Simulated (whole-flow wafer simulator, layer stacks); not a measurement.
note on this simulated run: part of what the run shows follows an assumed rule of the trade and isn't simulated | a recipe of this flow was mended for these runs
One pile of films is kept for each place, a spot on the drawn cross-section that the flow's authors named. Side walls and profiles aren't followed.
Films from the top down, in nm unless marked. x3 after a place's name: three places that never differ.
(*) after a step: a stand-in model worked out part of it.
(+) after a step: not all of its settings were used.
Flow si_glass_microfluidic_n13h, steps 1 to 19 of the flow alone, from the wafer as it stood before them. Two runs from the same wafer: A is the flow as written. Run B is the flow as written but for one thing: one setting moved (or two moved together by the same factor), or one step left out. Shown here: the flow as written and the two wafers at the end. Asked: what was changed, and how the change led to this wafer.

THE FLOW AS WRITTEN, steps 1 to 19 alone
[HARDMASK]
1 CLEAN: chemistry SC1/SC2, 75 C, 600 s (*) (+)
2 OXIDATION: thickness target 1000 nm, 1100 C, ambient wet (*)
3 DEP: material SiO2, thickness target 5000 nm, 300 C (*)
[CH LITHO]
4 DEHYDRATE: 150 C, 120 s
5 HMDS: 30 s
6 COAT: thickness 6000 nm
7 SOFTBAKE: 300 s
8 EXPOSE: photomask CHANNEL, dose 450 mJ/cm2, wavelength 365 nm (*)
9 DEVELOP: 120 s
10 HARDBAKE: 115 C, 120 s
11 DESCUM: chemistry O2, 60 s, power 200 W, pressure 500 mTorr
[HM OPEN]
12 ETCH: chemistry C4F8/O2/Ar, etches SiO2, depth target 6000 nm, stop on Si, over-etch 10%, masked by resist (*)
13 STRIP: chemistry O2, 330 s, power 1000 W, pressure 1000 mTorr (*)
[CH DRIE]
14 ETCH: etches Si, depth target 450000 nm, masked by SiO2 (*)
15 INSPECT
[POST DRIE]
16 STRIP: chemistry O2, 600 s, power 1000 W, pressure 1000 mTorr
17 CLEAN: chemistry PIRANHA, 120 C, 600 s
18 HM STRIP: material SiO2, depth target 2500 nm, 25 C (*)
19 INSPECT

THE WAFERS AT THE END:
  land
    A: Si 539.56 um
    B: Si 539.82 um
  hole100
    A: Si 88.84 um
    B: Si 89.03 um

The cause: step 2, OXIDATION: thickness target 400 nm was run, where the flow has thickness target 1000 nm.

How the change led to this, step by step:
  2 OXIDATION: thickness target 1000 nm, 1100 C, ambient wet (*)
      land, hole100: A SiO2 +1000 (new film), chemical SiO2 -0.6 (all of it), Si -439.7 | B SiO2 +400 (new film), chemical SiO2 -0.6 (all of it), Si -175.7
  12 ETCH: chemistry C4F8/O2/Ar, etches SiO2, depth target 6000 nm, stop on Si, over-etch 10%, masked by resist (*)
      land: A thick-i-line-resist -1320 | B thick-i-line-resist -1188
      hole100: A SiO2 -6000 (all of it), Si -75 | B SiO2 -5400 (all of it), Si -150
  13 STRIP: chemistry O2, 330 s, power 1000 W, pressure 1000 mTorr (*)
      land: A thick-i-line-resist -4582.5 (all of it) | B thick-i-line-resist -4714.5 (all of it)
  18 HM STRIP: material SiO2, depth target 2500 nm, 25 C (*)
      land: A SiO2 -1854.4 (all of it) | B SiO2 -1255.9 (all of it)
